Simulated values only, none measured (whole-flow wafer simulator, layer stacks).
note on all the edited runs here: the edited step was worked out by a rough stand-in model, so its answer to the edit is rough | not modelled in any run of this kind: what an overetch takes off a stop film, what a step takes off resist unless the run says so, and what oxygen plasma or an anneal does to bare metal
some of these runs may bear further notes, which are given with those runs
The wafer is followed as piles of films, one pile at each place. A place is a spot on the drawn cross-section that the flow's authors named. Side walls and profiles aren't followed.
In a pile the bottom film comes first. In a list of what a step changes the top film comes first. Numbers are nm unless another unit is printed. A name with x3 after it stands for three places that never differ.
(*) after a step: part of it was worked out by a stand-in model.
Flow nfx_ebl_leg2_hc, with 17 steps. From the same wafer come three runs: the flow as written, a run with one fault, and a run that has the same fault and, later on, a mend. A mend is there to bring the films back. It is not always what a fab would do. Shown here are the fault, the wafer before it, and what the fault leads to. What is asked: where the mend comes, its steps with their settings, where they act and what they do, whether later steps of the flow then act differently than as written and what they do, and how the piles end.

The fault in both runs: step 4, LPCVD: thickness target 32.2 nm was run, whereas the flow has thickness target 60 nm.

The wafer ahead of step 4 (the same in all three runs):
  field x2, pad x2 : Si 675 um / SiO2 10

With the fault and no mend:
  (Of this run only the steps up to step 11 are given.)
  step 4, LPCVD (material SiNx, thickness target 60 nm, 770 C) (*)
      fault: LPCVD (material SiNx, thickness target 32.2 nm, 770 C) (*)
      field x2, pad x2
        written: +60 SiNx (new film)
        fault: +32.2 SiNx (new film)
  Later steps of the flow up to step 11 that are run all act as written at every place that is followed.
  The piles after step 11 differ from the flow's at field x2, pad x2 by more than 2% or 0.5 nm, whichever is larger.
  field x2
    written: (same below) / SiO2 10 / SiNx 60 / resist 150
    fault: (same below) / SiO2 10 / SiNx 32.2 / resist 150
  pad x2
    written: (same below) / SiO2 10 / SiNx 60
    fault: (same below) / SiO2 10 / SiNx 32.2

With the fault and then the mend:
  After step 5 comes the mend.
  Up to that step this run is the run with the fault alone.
  step 5a, ETCH (chemistry h3po4, depth target 37.03 nm)
      field x2, pad x2
        -32.2 SiNx (all of it)
  step 5b, CLEAN (chemistry SC1/SC2) (the flow's step 2, run once more)
      does not change any film at any place that is followed
  step 5c, LPCVD (material SiNx, thickness target 60 nm, 770 C) (*) (the flow's step 4, run once more)
      field x2, pad x2
        +60 SiNx (new film)
  Later steps of the flow that are run all act as written at every place that is followed.
  The piles end the same as the flow's at every place that both follow.
